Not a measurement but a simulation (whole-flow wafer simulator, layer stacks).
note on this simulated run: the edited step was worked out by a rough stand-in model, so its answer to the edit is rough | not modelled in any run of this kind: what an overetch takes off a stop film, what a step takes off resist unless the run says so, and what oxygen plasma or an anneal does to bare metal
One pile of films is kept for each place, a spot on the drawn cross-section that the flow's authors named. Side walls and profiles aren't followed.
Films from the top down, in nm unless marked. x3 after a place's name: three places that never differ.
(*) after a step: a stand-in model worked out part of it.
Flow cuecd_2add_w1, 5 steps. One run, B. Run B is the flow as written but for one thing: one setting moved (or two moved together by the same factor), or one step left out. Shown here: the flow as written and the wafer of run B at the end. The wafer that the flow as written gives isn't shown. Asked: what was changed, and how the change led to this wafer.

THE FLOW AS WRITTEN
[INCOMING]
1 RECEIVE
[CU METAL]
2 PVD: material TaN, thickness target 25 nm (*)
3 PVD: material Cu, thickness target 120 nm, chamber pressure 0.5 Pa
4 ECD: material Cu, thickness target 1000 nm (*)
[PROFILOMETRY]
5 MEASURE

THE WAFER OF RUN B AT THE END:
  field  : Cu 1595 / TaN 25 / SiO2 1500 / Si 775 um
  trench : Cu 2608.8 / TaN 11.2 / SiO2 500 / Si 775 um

The cause: step 4, ECD: thickness target 1475 nm was run, where the flow has thickness target 1000 nm.

How the change led to this, step by step:
  4 ECD: material Cu, thickness target 1000 nm (*)
      field: Cu +1475 (as written it would be: Cu +1000)
      trench: Cu +2555.2 (as written it would be: Cu +2080.2)
